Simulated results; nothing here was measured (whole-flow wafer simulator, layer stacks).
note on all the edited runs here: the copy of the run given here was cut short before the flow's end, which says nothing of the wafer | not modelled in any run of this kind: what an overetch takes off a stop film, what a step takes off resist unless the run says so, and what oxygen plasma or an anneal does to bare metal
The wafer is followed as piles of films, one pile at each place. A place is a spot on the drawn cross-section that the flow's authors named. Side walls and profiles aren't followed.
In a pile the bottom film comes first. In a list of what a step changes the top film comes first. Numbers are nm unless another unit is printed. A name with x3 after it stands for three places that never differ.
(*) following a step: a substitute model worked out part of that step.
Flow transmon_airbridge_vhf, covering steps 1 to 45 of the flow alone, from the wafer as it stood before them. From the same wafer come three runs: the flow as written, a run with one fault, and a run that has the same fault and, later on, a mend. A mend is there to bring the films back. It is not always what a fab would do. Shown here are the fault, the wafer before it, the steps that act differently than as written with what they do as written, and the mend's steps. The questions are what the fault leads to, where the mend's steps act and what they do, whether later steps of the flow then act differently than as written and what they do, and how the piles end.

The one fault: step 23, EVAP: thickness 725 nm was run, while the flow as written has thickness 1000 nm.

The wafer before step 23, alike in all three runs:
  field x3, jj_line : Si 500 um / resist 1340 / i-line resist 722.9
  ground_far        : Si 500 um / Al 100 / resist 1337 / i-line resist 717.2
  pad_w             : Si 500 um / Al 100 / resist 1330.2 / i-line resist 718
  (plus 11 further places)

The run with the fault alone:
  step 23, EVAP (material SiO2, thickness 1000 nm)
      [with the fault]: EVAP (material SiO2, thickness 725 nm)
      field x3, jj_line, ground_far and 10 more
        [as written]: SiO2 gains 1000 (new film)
        [with the fault]: SiO2 gains 725 (new film)
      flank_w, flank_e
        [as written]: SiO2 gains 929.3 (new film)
        [with the fault]: SiO2 gains 673.8 (new film)
  Later steps of the flow acting differently than as written (2 other steps are not shown; they differ only slightly, by no more than 2% or 0.5 nm, whichever is larger):
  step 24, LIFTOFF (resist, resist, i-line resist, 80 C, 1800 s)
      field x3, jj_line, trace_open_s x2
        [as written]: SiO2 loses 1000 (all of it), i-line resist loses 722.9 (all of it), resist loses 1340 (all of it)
        [with the fault]: SiO2 loses 725 (all of it), i-line resist loses 722.9 (all of it), resist loses 1340 (all of it)
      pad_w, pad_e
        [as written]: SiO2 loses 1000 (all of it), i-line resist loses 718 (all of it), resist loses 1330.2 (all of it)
        [with the fault]: SiO2 loses 725 (all of it), i-line resist loses 718 (all of it), resist loses 1330.2 (all of it)
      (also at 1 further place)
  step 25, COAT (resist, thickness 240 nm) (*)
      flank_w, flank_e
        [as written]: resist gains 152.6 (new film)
        [with the fault]: resist gains 161.9 (new film)
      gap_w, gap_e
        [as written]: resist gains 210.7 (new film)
        [with the fault]: resist gains 222.5 (new film)
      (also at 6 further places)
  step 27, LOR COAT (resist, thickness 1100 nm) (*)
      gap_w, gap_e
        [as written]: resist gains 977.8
        [with the fault]: resist gains 1016
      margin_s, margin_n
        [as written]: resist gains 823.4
        [with the fault]: resist gains 890.7
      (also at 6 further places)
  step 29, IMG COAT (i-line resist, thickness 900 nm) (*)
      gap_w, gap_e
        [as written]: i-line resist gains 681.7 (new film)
        [with the fault]: i-line resist gains 748.7 (new film)
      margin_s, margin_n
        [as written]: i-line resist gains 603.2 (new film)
        [with the fault]: i-line resist gains 689.9 (new film)
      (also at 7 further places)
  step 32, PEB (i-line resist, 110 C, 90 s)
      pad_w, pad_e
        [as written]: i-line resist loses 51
        [with the fault]: i-line resist loses 49.7
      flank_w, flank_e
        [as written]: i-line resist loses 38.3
        [with the fault]: i-line resist loses 41.1
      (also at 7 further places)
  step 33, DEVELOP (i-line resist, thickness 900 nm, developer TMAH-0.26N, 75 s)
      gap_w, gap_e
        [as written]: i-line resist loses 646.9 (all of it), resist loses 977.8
        [with the fault]: i-line resist loses 710.4 (all of it), resist loses 1016
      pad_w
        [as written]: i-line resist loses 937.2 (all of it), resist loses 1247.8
        [with the fault]: i-line resist loses 913.8 (all of it), resist loses 1204.8
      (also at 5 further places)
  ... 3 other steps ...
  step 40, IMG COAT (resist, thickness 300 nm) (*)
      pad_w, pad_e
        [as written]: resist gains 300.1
        [with the fault]: resist gains 292.6
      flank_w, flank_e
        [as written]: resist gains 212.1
        [with the fault]: resist gains 221
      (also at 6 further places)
  At pad_w, flank_w, gap_w and 7 more, the piles at the end differ from the flow's by more than 2% or 0.5 nm, whichever is larger.
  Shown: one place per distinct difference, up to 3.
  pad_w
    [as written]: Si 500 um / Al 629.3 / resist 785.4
    [with the fault]: Si 500 um / Al 629.6 / resist 762.1
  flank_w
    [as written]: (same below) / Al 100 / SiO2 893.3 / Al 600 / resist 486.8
    [with the fault]: (same below) / Al 100 / SiO2 637.8 / Al 600 / resist 516.9
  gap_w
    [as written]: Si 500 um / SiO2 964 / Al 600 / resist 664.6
    [with the fault]: Si 500 um / SiO2 689 / Al 600 / resist 688

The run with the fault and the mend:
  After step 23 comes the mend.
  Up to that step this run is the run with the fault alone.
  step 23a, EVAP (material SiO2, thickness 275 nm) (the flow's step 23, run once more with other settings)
      field x3, jj_line, ground_far and 10 more
        SiO2 gains 275
      flank_w, flank_e
        SiO2 gains 255.8
  Every later step of the flow that is run acts as written, at every place that is followed, to within 2% or 0.5 nm, whichever is larger.
  The piles end only slightly different from the flow's at the places that both follow, by no more than 2% or 0.5 nm, whichever is larger.
